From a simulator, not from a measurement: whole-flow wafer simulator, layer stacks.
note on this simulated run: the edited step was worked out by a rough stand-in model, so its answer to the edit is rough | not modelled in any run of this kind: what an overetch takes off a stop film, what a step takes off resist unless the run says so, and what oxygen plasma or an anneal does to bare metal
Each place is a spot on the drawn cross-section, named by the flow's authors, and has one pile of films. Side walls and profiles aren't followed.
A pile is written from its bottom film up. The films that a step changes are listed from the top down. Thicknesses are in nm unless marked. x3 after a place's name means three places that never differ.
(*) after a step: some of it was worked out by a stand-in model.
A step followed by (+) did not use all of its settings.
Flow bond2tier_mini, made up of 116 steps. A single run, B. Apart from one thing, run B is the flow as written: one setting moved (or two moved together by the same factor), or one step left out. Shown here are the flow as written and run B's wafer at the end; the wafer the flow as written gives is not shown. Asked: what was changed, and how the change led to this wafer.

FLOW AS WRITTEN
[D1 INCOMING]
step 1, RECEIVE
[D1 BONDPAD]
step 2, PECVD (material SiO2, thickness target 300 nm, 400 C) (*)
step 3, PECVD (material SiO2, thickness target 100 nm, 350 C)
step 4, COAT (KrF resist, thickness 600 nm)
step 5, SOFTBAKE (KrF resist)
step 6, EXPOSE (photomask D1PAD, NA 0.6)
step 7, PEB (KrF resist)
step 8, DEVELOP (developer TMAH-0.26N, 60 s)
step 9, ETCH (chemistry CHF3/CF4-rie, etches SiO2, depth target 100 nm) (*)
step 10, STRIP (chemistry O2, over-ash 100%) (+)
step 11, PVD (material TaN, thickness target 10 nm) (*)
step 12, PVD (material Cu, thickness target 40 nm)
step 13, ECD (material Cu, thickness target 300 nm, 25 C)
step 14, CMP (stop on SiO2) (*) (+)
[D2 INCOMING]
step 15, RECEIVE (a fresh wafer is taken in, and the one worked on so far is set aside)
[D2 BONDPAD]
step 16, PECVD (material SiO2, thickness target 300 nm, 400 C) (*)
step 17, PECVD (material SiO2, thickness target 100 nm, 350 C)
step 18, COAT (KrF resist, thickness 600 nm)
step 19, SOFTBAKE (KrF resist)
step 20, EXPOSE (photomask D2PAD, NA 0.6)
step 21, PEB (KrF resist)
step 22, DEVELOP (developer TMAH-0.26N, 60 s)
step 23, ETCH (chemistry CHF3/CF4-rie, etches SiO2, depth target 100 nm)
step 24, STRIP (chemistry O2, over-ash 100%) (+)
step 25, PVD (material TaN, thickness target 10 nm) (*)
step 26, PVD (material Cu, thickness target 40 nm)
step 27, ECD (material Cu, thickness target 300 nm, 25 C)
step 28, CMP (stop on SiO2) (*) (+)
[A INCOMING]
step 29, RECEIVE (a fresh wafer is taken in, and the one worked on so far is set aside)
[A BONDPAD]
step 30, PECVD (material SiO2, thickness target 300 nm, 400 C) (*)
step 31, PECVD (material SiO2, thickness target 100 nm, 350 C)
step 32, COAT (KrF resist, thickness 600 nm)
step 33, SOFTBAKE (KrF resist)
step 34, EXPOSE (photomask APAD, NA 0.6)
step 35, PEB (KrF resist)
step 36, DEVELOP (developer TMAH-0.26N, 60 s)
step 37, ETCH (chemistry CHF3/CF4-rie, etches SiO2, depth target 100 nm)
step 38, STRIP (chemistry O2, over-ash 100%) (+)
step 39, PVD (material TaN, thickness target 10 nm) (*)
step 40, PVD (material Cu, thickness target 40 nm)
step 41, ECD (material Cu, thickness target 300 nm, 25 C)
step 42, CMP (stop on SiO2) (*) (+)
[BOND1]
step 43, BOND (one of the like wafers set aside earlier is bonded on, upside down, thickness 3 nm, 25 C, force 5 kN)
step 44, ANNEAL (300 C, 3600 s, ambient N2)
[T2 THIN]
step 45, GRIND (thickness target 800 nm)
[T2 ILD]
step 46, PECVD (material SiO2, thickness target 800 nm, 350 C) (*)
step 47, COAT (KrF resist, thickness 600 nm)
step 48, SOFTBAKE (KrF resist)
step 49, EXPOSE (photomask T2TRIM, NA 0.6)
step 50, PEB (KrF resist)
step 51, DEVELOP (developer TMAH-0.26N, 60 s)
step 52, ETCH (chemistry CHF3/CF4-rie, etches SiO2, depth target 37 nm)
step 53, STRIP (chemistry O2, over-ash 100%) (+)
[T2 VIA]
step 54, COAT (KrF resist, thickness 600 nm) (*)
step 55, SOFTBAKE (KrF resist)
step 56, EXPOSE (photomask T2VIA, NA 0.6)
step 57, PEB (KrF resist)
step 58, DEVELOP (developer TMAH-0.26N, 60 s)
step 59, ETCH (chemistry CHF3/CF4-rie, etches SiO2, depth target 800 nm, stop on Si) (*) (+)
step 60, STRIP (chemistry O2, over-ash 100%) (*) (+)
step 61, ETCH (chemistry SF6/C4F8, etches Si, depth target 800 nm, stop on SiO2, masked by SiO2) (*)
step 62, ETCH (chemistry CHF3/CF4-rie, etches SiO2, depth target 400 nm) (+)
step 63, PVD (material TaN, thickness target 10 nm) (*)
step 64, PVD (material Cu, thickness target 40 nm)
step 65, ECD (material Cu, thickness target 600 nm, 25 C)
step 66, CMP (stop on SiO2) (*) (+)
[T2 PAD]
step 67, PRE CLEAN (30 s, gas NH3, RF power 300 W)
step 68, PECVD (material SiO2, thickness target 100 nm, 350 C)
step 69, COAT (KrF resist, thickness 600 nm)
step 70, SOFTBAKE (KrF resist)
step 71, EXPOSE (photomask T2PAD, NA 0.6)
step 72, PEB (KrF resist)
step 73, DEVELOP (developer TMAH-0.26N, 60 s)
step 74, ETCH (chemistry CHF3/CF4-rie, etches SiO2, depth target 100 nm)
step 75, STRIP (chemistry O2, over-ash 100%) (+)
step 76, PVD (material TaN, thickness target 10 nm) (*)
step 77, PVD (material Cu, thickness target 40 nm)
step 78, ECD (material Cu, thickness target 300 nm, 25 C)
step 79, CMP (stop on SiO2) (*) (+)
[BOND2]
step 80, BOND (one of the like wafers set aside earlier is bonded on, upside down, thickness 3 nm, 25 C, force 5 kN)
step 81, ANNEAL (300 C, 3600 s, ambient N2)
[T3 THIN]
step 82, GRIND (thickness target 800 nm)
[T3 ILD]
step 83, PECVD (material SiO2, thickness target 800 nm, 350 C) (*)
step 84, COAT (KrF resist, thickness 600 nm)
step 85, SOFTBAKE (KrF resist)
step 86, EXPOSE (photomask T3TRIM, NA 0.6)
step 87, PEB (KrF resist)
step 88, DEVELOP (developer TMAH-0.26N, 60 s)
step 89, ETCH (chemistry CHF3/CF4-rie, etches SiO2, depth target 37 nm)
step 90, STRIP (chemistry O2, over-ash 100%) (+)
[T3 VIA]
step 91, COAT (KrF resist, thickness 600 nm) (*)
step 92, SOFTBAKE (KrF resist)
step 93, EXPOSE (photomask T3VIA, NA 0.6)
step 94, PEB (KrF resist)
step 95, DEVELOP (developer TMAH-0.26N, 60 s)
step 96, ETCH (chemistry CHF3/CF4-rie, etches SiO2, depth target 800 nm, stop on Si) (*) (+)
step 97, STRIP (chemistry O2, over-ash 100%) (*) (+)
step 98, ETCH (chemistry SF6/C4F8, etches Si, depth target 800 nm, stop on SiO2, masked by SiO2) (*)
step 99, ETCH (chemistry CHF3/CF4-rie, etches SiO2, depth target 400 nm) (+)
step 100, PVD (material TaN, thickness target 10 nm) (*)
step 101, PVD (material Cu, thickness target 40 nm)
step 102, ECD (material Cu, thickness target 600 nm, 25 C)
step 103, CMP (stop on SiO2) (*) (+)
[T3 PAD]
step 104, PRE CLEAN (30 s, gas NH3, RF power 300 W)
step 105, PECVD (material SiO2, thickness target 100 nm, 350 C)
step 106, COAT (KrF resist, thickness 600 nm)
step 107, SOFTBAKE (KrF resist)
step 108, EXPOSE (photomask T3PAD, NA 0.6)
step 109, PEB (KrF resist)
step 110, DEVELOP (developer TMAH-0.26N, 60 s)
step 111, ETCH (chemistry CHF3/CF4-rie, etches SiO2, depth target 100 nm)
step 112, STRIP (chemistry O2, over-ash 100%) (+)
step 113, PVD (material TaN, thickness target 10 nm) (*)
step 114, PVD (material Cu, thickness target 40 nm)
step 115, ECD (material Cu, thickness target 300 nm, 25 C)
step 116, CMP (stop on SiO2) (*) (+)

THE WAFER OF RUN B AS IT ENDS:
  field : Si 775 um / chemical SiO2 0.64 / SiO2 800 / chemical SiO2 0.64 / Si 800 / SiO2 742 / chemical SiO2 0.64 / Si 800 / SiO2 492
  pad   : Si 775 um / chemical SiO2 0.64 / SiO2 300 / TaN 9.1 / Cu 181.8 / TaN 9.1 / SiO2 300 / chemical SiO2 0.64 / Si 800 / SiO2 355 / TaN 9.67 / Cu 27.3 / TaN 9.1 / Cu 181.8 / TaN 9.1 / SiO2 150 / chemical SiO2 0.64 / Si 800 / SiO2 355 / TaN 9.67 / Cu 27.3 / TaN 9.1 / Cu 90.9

What caused this: step 16, PECVD: thickness target 150 nm was run, though the flow has thickness target 300 nm.
One can read it off the wafer: pad has SiO2 150, and step 16 as written asks for 300 nm.

Step by step, how the change led to this:
  step 16, PECVD (material SiO2, thickness target 300 nm, 400 C) (*)
      field, pad, via: +150 SiO2 (new film) (in the flow as written it would be: +300 SiO2 (new film))
  step 80, BOND (one of the like wafers set aside earlier is bonded on, upside down, thickness 3 nm, 25 C, force 5 kN)
      field: +775 um Si (new film), +0.64 chemical SiO2 (new film), +250 SiO2 (in the flow as written it would be: +775 um Si (new film), +0.64 chemical SiO2 (new film), +400 SiO2)
      pad: +775 um Si (new film), +0.64 chemical SiO2 (new film), +150 SiO2 (new film), +9.1 TaN (new film), +90.9 Cu (in the flow as written it would be: +775 um Si (new film), +0.64 chemical SiO2 (new film), +300 SiO2 (new film), +9.1 TaN (new film), +90.9 Cu)
